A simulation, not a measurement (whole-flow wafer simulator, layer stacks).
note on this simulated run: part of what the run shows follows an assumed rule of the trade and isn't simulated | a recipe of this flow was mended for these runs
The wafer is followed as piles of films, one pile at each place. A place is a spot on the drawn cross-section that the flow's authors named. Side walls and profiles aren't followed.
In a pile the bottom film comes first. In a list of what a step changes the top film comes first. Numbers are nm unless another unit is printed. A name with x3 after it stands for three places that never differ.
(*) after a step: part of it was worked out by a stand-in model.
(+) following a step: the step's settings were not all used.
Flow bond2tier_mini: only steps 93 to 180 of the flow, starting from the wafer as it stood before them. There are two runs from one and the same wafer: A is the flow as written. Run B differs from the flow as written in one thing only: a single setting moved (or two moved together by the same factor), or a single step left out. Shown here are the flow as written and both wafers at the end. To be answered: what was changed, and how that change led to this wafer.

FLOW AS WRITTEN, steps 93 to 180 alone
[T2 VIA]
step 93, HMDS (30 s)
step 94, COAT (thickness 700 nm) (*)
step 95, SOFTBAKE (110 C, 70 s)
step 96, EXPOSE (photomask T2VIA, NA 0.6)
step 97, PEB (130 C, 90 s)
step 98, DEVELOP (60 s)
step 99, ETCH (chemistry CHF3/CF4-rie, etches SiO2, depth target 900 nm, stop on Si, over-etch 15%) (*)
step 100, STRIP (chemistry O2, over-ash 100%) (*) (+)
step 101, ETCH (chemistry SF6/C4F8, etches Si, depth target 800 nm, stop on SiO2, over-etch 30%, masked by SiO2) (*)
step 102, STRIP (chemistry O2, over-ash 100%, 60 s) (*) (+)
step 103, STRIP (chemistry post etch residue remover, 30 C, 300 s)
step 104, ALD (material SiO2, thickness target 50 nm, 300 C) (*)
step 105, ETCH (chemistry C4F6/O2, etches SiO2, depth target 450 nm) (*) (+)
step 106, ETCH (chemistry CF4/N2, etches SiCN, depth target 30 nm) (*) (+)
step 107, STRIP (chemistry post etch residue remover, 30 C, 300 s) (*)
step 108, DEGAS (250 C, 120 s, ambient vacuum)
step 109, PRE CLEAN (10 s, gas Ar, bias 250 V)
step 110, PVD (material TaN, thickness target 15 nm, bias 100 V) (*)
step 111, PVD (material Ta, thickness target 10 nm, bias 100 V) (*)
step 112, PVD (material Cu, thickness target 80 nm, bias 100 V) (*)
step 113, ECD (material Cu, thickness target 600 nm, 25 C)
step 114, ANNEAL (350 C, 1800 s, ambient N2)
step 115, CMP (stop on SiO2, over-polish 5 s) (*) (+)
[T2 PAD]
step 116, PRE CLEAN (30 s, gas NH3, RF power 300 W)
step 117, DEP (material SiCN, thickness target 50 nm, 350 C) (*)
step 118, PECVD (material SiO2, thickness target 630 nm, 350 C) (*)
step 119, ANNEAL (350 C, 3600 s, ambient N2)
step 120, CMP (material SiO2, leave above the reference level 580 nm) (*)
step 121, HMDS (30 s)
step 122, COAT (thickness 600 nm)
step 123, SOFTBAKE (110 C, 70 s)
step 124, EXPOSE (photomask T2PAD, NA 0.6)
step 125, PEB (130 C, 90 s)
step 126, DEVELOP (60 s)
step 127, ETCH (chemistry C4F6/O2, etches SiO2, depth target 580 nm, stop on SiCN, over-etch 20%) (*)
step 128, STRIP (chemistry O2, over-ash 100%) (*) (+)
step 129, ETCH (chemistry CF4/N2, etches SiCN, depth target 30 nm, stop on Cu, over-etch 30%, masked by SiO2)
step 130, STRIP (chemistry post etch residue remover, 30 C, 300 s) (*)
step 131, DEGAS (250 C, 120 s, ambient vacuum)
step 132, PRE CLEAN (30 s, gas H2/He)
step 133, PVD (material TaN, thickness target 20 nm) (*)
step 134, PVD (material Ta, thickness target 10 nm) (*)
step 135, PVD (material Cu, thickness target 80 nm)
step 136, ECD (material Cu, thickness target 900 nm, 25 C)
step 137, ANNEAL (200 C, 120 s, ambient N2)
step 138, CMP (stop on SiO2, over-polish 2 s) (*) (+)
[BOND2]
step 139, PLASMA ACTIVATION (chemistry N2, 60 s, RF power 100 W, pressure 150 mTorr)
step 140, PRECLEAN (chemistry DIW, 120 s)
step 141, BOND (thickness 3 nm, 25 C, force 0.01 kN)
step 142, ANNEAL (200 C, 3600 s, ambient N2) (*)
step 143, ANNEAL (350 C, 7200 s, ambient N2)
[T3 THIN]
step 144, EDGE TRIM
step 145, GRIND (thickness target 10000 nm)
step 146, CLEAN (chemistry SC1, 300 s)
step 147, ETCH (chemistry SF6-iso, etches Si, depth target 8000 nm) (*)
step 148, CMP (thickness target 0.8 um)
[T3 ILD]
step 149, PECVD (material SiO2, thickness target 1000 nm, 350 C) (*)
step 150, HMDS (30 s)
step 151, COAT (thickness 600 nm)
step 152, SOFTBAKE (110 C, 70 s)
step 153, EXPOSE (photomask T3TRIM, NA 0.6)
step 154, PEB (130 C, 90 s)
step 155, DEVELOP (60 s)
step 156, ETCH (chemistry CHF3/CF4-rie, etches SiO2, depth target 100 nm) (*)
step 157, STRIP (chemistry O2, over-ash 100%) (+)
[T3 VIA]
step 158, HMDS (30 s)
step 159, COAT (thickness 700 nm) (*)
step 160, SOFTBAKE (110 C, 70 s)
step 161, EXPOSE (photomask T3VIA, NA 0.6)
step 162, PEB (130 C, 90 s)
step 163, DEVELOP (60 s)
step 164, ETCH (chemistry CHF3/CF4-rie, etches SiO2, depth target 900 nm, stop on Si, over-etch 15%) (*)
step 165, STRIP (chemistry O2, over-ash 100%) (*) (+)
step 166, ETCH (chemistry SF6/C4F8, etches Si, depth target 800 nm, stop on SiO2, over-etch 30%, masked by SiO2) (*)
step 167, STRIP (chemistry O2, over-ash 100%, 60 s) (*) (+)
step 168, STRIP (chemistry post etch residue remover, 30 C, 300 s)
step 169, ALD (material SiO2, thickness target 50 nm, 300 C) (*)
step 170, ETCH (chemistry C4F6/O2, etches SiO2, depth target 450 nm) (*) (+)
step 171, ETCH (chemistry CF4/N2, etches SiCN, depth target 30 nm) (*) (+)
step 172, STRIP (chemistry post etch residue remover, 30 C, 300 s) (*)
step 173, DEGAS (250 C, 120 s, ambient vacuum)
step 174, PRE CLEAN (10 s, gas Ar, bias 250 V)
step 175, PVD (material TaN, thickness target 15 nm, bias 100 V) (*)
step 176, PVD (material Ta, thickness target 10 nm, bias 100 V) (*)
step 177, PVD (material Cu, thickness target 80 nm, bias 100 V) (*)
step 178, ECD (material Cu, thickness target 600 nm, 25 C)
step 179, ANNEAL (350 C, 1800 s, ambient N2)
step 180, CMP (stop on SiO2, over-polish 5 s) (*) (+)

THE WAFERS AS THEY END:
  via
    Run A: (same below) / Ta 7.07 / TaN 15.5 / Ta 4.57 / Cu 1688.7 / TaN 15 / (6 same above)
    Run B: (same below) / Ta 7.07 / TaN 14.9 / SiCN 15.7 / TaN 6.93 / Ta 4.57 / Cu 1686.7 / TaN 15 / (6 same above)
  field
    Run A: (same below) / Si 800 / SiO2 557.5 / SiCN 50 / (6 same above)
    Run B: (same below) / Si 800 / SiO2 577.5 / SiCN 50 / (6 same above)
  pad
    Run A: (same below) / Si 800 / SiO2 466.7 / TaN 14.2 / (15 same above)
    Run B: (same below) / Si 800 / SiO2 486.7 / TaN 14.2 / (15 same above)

The reason: step 106, ETCH: chemistry CF4/N2, etches SiCN, depth target 30 nm (*) (+), was not run.

Step by step, how the change led to this:
  step 109, PRE CLEAN (10 s, gas Ar, bias 250 V)
      via: A TaN loses 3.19 | B SiCN loses 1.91
  step 110, PVD (material TaN, thickness target 15 nm, bias 100 V) (*)
      via: A TaN gains 6.94 | B TaN gains 6.93 (new film)
If metal films that touch count as one body, via has 2 bodies (between them, from the top down: SiCN 15.7); the flow as written gives 1 body.
